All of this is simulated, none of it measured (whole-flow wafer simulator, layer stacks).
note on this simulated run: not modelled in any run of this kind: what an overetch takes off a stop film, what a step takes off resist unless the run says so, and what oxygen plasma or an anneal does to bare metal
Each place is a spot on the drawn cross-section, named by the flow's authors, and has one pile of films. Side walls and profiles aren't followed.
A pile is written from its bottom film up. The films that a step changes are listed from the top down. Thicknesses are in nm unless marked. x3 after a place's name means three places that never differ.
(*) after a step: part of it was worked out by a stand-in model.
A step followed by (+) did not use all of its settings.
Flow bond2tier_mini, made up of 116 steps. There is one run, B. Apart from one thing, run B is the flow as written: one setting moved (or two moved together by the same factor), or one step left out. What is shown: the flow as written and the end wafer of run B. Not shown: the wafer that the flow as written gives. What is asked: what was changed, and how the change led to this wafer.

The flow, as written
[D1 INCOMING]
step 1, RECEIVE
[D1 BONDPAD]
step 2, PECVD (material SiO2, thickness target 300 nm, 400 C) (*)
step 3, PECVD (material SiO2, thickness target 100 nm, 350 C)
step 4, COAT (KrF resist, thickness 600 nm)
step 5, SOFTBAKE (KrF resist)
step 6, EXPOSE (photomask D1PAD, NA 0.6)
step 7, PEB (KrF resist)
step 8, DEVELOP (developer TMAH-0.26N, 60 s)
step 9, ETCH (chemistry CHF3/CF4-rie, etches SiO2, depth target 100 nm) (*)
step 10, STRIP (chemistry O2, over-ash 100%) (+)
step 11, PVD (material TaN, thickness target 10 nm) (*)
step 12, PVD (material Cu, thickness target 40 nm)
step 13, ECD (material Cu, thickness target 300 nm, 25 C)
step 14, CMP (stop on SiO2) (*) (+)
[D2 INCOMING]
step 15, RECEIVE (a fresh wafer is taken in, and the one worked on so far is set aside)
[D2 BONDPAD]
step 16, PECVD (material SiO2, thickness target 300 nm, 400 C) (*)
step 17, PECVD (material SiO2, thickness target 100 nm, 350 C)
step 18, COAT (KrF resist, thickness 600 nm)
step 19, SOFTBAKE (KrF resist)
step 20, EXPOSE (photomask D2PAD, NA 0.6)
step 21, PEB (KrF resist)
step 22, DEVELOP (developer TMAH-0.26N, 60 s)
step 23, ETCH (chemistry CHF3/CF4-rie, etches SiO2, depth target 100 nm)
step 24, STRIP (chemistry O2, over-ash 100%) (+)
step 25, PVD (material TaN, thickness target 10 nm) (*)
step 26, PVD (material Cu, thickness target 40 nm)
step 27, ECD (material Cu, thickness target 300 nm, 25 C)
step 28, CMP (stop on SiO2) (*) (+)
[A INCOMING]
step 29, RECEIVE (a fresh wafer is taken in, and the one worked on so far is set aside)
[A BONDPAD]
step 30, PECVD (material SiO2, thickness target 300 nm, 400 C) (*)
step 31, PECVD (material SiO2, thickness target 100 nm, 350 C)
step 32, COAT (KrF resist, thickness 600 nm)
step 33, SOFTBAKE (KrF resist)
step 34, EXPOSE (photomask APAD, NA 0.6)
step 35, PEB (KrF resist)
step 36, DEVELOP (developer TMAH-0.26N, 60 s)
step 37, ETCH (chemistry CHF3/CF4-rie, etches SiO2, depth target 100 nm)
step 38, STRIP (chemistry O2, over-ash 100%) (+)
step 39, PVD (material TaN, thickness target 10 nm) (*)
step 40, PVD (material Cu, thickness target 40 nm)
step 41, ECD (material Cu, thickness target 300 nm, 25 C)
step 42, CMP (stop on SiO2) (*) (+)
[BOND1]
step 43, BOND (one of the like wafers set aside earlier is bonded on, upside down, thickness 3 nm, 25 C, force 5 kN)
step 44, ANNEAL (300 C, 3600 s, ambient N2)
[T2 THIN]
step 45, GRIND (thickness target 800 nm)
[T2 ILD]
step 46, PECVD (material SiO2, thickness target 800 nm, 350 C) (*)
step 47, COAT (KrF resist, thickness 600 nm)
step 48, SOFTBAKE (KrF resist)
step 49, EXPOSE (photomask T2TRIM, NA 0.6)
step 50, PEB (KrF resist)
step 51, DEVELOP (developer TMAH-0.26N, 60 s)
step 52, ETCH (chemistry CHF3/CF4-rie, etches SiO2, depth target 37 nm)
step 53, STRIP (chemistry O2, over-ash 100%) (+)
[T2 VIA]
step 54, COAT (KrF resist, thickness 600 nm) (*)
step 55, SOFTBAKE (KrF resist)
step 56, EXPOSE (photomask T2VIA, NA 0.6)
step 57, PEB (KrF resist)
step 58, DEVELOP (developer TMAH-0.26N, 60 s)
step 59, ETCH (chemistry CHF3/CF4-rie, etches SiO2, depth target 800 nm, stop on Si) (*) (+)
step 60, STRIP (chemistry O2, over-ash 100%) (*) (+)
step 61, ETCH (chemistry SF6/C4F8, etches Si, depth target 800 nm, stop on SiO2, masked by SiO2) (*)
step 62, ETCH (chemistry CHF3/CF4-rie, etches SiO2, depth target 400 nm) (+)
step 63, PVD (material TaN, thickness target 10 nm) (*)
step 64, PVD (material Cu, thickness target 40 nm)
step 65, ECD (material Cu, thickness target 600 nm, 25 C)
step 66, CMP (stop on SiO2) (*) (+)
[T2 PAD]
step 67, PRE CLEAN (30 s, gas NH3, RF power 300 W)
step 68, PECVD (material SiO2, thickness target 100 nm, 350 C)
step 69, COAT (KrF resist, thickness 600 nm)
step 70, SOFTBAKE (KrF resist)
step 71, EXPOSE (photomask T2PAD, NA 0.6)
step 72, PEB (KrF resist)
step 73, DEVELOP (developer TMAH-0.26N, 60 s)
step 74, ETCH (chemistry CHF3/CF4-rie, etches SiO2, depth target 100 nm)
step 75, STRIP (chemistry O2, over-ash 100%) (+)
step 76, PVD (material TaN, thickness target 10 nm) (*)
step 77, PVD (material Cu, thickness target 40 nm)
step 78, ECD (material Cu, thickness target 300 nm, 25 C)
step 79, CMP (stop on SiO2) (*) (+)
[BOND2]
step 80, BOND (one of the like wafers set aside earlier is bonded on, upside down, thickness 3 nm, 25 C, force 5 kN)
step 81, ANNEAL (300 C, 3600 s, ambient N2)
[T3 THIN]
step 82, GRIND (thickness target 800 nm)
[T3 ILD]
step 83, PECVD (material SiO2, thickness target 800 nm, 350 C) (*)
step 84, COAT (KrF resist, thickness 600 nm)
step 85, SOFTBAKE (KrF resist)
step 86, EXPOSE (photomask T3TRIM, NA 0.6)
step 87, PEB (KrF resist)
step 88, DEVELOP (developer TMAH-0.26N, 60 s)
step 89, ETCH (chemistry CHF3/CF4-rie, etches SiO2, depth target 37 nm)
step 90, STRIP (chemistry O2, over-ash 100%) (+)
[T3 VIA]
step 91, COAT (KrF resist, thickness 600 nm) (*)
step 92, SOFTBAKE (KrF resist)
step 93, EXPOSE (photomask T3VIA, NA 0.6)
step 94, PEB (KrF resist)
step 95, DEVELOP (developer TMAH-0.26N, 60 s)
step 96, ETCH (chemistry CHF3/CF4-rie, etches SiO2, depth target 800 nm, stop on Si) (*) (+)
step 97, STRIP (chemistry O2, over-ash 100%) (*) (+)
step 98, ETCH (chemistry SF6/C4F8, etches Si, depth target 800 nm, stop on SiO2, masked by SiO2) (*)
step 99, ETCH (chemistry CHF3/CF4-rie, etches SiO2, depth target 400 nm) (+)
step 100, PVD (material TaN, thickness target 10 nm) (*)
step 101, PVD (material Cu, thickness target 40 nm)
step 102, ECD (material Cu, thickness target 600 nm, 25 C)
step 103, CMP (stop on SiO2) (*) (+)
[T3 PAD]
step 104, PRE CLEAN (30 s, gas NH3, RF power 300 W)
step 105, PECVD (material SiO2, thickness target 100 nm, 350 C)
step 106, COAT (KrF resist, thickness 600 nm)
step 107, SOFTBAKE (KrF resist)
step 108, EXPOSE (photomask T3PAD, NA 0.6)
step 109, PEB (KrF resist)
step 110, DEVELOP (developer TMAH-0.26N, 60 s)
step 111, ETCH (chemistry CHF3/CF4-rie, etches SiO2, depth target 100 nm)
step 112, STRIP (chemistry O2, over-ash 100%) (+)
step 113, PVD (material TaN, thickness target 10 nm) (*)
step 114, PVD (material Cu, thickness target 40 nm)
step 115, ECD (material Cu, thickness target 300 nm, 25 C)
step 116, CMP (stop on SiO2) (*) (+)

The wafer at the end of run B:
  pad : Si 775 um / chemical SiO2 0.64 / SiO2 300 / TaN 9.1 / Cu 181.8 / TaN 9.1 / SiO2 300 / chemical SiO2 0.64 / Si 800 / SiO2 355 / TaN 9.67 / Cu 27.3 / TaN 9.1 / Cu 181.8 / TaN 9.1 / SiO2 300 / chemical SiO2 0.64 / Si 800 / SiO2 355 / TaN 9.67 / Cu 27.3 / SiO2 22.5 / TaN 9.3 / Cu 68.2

Cause: step 111, ETCH: depth target 77.5 nm was run, though the flow has depth target 100 nm.

The path from the change to this, step by step:
  step 111, ETCH (chemistry CHF3/CF4-rie, etches SiO2, depth target 100 nm)
      pad: SiO2 loses 77.5 (it would be, as written: SiO2 loses 100 (all of it))
      field: KrF resist loses 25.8 (it would be, as written: KrF resist loses 33.3)
  step 114, PVD (material Cu, thickness target 40 nm)
      pad: Cu gains 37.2 (new film) (it would be, as written: Cu gains 36.4 (new film))
  step 115, ECD (material Cu, thickness target 300 nm, 25 C)
      pad: Cu gains 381 (it would be, as written: Cu gains 404.5)
With metal films that touch counted as one body, pad has 4 bodies (between them, from the top down: SiO2 22.5; SiO2 355 / Si 800 / chemical SiO2 0.64 / SiO2 300; SiO2 355 / Si 800 / chemical SiO2 0.64 / SiO2 300); the flow as written gives 3 bodies (between them, from the top down: SiO2 355 / Si 800 / chemical SiO2 0.64 / SiO2 300; SiO2 355 / Si 800 / chemical SiO2 0.64 / SiO2 300).
